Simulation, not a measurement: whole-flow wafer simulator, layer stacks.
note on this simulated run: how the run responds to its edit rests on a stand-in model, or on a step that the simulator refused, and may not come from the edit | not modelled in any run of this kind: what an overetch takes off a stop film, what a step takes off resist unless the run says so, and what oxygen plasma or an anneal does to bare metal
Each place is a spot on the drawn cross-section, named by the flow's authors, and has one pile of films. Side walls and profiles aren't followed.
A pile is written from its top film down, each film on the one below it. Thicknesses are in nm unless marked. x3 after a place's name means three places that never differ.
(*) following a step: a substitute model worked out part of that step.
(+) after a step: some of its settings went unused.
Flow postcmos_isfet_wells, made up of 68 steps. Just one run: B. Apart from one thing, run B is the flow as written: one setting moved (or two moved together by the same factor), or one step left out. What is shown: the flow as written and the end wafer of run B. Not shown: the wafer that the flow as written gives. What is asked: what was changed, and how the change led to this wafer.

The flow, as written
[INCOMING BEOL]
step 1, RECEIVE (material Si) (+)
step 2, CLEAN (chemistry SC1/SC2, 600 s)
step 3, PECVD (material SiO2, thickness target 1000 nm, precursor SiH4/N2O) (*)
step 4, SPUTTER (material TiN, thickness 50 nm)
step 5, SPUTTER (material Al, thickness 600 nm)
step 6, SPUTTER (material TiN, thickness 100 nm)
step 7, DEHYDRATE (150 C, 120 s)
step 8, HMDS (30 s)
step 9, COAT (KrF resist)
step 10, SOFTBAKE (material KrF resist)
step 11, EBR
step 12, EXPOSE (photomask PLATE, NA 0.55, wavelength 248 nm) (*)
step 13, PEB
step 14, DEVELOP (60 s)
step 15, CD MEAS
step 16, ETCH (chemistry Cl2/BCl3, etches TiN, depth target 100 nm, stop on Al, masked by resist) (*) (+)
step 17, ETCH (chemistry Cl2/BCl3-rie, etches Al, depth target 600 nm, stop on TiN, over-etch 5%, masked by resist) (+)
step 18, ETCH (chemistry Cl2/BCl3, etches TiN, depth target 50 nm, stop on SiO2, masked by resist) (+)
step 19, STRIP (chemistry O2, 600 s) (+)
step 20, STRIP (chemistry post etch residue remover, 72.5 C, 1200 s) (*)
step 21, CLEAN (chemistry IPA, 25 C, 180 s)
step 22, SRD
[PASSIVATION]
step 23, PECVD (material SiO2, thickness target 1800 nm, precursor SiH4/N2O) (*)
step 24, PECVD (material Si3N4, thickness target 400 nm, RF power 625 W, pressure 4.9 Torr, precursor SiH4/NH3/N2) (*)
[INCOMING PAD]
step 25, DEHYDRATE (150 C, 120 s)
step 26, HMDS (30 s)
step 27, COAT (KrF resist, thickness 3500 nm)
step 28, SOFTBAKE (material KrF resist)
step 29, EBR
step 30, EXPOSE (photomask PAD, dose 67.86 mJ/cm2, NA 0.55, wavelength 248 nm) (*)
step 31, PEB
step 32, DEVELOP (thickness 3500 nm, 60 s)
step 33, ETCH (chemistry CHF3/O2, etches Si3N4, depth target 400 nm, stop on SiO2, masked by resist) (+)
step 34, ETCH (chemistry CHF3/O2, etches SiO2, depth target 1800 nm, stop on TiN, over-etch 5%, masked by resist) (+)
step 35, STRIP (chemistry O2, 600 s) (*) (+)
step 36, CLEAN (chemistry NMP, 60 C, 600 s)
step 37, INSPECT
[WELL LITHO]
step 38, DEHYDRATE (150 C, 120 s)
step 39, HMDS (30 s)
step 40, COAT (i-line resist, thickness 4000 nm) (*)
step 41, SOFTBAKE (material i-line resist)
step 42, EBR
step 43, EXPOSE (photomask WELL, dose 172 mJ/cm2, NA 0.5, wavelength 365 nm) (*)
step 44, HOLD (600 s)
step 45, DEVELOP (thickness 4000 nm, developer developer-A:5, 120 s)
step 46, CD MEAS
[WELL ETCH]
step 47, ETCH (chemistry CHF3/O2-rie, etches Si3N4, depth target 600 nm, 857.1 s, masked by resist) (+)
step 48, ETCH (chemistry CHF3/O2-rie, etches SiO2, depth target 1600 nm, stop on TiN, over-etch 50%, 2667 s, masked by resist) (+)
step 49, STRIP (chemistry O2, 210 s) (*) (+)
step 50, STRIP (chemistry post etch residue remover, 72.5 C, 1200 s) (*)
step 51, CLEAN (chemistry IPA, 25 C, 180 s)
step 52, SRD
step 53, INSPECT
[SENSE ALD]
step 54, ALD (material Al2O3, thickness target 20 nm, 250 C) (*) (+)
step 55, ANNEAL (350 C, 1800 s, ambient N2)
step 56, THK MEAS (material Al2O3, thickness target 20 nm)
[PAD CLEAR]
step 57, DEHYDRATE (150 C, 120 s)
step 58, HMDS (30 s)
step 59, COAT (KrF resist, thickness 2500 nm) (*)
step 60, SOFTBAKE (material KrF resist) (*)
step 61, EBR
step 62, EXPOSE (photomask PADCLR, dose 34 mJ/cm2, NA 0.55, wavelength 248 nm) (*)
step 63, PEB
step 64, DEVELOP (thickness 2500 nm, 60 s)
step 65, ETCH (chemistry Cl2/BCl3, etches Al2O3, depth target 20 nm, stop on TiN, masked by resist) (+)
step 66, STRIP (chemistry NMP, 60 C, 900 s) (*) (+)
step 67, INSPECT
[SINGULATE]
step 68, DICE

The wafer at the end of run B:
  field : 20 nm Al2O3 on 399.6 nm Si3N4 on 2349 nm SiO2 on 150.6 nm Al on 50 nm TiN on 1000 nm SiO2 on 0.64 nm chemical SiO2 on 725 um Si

Cause: step 17, ETCH: depth target 393.7 nm was run, while the flow as written has depth target 600 nm.

Step by step, how the change led to this:
  step 17, ETCH (chemistry Cl2/BCl3-rie, etches Al, depth target 600 nm, stop on TiN, over-etch 5%, masked by resist) (+)
      field: Al loses 393.7 (it would be, as written: Al loses 600 (all of it))
      margin, well900, well1300, well2000, well3000, pad_rim, pad_clr, pad_open: KrF resist loses 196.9 (it would be, as written: KrF resist loses 300)
  step 18, ETCH (chemistry Cl2/BCl3, etches TiN, depth target 50 nm, stop on SiO2, masked by resist) (+)
      field: Al loses 50 (it would be, as written: TiN loses 50 (all of it))
  step 19, STRIP (chemistry O2, 600 s) (+)
      margin, well900, well1300, well2000, well3000, pad_rim, pad_clr, pad_open: KrF resist loses 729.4 (all of it) (it would be, as written: KrF resist loses 626.3 (all of it))
  step 20, STRIP (chemistry post etch residue remover, 72.5 C, 1200 s) (*)
      field: Al loses 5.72 (it would be, as written: nothing)
  step 23, PECVD (material SiO2, thickness target 1800 nm, precursor SiH4/N2O) (*)
      field: SiO2 gains 2349 (new film) (it would be, as written: SiO2 gains 1800 (new film), void gains 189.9 (new film), SiO2 gains 559.7)
Taking metal films that touch as one body, field has 1 body; the flow as written gives 0 bodies.
